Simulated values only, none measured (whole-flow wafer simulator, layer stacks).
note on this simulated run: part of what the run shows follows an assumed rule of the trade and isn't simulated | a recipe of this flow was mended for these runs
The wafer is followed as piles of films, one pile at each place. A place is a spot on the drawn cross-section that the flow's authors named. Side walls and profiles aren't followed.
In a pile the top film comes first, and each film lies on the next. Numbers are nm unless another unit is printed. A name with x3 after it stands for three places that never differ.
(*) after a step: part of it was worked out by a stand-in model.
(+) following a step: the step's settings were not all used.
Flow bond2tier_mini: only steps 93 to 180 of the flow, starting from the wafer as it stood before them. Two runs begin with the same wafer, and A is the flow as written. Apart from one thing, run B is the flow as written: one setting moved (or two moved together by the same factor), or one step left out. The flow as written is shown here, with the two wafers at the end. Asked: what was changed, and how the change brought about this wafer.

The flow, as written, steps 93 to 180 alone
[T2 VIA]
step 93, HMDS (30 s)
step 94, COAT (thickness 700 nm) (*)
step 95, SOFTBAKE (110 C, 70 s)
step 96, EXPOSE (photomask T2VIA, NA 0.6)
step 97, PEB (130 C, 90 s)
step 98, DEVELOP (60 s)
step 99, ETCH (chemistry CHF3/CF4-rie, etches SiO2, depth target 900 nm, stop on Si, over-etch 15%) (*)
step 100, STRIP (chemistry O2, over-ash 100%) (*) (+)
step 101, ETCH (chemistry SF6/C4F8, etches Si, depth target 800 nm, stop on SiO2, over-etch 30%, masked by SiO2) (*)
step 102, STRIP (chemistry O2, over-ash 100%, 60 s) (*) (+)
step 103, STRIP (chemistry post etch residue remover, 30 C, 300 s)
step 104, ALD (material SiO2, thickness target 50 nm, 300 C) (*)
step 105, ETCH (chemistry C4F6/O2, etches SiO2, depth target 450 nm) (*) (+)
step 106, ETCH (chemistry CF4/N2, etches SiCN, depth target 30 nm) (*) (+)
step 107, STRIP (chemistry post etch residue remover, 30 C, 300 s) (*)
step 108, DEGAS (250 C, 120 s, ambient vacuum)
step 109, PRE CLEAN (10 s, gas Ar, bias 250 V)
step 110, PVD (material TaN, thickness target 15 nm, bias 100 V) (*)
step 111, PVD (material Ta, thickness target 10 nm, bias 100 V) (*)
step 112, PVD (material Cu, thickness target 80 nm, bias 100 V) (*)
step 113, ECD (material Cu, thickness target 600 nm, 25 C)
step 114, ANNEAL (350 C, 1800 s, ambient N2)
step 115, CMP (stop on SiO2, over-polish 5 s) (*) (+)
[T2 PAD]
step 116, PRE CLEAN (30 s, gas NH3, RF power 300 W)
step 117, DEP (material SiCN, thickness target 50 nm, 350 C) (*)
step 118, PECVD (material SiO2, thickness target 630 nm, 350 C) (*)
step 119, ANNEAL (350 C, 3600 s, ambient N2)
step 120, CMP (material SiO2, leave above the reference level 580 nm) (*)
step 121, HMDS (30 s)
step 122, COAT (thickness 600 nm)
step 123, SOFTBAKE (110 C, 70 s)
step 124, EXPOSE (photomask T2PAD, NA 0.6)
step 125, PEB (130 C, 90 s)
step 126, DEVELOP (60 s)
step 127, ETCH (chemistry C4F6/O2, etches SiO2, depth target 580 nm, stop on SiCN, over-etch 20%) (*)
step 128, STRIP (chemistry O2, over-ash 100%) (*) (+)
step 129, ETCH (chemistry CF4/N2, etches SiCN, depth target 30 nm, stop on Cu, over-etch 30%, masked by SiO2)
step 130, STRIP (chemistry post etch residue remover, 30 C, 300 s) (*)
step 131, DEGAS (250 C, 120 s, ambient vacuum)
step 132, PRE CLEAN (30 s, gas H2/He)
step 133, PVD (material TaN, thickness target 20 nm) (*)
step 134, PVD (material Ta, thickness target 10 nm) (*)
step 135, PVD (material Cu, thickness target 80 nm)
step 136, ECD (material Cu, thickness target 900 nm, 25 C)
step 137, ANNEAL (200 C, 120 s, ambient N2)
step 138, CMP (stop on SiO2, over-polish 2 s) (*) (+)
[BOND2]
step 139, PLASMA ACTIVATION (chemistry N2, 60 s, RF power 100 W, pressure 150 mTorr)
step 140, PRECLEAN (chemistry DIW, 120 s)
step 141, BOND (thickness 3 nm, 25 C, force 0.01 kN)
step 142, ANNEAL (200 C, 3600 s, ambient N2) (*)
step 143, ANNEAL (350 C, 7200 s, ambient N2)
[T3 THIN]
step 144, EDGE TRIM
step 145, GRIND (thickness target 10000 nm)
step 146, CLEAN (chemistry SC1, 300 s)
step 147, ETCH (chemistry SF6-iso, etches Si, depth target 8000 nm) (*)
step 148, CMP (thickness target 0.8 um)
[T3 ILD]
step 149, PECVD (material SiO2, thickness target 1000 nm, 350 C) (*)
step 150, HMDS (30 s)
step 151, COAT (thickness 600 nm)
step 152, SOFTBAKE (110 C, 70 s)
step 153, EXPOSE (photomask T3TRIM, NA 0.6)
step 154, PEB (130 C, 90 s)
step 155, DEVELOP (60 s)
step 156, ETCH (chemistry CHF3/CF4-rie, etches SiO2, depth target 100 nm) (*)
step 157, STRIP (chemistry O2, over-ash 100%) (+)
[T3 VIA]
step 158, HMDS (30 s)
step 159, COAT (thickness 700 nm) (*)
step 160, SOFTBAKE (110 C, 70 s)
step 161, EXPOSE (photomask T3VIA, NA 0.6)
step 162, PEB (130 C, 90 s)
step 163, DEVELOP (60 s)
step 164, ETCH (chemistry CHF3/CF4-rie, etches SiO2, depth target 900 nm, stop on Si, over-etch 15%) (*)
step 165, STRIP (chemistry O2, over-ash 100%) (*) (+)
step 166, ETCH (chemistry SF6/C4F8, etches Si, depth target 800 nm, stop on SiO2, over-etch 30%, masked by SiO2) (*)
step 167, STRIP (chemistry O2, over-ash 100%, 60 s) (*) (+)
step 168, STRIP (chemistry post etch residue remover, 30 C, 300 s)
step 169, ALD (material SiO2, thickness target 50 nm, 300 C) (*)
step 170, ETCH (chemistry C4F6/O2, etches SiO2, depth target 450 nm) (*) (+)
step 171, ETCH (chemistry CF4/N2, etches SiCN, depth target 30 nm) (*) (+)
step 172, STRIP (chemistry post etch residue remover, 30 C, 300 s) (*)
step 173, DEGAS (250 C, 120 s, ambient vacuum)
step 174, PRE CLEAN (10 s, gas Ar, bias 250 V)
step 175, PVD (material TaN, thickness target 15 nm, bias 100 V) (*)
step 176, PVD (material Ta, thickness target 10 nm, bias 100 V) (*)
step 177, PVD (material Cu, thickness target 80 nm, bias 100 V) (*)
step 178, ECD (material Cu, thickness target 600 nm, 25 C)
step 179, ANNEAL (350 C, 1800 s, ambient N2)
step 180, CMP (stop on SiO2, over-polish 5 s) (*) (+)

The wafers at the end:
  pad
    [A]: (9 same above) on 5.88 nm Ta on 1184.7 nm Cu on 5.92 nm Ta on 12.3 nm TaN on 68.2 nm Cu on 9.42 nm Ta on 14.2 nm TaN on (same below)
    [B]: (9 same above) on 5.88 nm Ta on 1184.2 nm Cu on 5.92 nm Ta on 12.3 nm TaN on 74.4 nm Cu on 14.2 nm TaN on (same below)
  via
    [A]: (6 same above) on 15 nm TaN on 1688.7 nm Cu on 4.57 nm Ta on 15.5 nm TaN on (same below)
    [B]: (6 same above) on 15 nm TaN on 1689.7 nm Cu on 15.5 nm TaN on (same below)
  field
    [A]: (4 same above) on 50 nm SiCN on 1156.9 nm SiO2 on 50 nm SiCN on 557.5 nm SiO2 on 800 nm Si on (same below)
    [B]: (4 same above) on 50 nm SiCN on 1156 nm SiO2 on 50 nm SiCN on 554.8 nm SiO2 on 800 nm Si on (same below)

The reason: step 111, PVD: material Ta, thickness target 10 nm, bias 100 V (*), was not run.

The path from the change to this, step by step:
  step 115, CMP (stop on SiO2, over-polish 5 s) (*) (+)
      field: A Cu loses 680 (all of it), Ta loses 10 (all of it), TaN loses 15 (all of it), SiO2 loses 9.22 | B Cu loses 680 (all of it), TaN loses 15 (all of it), SiO2 loses 12
